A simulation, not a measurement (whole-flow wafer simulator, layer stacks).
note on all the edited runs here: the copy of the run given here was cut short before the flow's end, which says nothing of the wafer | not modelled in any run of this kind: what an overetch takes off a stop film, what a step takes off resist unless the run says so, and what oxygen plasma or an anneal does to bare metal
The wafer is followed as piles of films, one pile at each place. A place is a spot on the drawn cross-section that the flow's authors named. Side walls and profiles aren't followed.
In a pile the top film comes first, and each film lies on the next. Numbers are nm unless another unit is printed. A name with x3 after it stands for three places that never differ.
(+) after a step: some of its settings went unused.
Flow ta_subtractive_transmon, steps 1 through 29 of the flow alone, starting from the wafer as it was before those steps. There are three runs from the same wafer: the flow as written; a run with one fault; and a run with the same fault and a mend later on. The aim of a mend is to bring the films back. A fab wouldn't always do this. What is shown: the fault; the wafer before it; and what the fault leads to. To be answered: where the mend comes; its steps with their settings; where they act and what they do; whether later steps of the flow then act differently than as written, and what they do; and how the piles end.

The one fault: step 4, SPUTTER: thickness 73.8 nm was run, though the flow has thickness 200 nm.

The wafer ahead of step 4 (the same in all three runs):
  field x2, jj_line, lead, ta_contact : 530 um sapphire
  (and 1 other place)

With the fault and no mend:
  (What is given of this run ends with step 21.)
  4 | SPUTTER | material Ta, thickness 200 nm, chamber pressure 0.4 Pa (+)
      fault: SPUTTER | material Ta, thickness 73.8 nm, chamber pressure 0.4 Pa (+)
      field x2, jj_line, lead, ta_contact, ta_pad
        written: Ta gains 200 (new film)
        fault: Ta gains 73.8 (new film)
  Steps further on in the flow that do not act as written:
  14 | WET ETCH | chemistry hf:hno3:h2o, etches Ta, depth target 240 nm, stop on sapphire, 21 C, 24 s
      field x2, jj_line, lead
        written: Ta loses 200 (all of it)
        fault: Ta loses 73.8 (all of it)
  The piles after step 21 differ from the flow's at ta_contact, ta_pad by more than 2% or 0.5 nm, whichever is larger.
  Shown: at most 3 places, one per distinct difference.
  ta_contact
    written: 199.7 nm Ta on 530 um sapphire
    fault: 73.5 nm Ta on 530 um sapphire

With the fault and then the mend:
  The mend follows step 5.
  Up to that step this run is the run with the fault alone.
  5a | WET ETCH | chemistry hf:hno3:h2o, etches Ta, depth target 84.96 nm, stop on sapphire, 21 C, 8.496 s
      field x2, jj_line, lead, ta_contact, ta_pad
        Ta loses 73.8 (all of it)
  5b | SPUTTER | material Ta, thickness 200 nm, chamber pressure 0.4 Pa (+) (the flow's step 4, run once more)
      field x2, jj_line, lead, ta_contact, ta_pad
        Ta gains 200 (new film)
  Every later step of the flow that is run acts as written at every place that is followed.
  At every place that both follow, the piles at the end match the flow's.
